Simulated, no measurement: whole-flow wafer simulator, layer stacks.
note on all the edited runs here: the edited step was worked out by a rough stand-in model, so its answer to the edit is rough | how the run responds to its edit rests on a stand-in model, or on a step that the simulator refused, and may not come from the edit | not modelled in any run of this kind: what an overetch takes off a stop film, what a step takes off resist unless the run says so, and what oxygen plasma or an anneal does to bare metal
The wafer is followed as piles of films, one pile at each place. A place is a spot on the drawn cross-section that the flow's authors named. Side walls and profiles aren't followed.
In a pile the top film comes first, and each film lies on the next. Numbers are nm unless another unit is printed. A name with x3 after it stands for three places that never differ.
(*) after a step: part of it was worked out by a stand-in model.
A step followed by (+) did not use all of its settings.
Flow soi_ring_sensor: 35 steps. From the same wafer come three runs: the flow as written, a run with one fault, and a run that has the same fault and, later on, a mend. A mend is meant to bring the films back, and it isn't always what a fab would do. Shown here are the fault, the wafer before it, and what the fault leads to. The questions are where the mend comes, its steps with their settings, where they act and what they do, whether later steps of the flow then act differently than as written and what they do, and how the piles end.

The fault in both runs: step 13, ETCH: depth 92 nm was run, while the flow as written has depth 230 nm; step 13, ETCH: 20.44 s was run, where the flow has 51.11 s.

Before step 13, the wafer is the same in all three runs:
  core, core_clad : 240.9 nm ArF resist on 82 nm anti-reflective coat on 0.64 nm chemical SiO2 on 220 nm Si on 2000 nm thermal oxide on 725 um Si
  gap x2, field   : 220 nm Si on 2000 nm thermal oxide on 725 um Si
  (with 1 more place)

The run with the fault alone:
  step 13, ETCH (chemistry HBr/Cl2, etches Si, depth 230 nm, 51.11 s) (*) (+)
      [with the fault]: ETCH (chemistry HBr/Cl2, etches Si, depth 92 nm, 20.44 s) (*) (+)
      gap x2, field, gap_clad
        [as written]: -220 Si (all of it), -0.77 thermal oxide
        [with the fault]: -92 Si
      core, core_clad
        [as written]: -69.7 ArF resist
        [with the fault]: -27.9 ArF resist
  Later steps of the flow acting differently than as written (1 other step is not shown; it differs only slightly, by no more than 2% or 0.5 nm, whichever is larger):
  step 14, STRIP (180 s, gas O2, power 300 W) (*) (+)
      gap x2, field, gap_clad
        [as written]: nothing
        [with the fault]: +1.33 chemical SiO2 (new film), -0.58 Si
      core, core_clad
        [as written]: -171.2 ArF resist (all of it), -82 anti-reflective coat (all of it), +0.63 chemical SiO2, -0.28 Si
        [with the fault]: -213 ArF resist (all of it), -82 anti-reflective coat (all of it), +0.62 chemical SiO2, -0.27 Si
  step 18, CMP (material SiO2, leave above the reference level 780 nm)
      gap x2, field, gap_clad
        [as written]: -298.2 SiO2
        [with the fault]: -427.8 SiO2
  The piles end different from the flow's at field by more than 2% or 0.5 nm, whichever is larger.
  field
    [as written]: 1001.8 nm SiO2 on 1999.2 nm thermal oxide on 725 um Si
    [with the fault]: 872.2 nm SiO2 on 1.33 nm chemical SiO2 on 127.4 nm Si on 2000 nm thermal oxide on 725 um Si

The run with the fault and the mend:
  The mend follows step 13.
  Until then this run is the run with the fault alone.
  step 13a, ETCH (chemistry HBr/Cl2, etches Si, depth 138 nm, 30.67 s) (*) (+) (the flow's step 13, run once more with other settings)
      gap x2, field, gap_clad
        -128 Si (all of it), -0.77 thermal oxide
      core, core_clad
        -41.8 ArF resist
  Later steps of the flow that are run all act as written at every place that is followed.
  By the end, the piles equal the flow's at every place that both follow.
